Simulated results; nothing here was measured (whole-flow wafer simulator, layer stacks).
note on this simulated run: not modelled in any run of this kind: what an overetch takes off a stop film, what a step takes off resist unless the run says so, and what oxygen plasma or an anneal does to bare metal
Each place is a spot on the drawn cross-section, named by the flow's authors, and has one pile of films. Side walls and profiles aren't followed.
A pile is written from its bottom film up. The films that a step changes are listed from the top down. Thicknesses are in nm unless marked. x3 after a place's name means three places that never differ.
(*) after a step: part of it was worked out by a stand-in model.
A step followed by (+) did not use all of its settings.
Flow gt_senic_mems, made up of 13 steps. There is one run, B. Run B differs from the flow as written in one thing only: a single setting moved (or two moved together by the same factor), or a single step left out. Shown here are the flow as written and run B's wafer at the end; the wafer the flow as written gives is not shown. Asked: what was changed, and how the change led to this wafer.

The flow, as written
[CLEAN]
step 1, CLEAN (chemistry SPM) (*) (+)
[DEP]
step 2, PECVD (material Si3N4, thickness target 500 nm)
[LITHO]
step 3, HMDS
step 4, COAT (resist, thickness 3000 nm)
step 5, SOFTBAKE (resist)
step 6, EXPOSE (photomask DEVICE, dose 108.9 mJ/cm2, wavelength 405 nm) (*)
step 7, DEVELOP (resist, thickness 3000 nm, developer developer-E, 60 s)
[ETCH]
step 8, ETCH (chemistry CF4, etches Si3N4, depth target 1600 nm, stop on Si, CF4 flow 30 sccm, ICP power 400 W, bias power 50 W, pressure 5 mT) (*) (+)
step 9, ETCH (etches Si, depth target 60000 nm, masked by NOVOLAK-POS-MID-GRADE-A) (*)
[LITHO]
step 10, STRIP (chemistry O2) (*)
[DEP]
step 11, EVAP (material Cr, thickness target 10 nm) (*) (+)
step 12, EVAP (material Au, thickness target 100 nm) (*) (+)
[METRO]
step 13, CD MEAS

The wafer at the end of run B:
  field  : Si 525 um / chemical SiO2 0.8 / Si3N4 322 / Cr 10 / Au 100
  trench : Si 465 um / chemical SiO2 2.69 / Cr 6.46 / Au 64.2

Cause: step 2, PECVD: thickness target 322 nm was run, though the flow has thickness target 500 nm.
One can read it off the wafer: field has Si3N4 322, and step 2 as written asks for 500 nm.

How this came from the change, step by step:
  step 2, PECVD (material Si3N4, thickness target 500 nm)
      field, trench: +322 Si3N4 (new film) (it would be, as written: +500 Si3N4 (new film))
  step 8, ETCH (chemistry CF4, etches Si3N4, depth target 1600 nm, stop on Si, CF4 flow 30 sccm, ICP power 400 W, bias power 50 W, pressure 5 mT) (*) (+)
      field: -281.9 resist (it would be, as written: -400.5 resist)
      trench: -322 Si3N4 (all of it), -0.8 chemical SiO2 (all of it) (it would be, as written: -500 Si3N4 (all of it), -0.8 chemical SiO2 (all of it))
  step 10, STRIP (chemistry O2) (*)
      field: -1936 resist (all of it) (it would be, as written: -1817.3 resist (all of it))
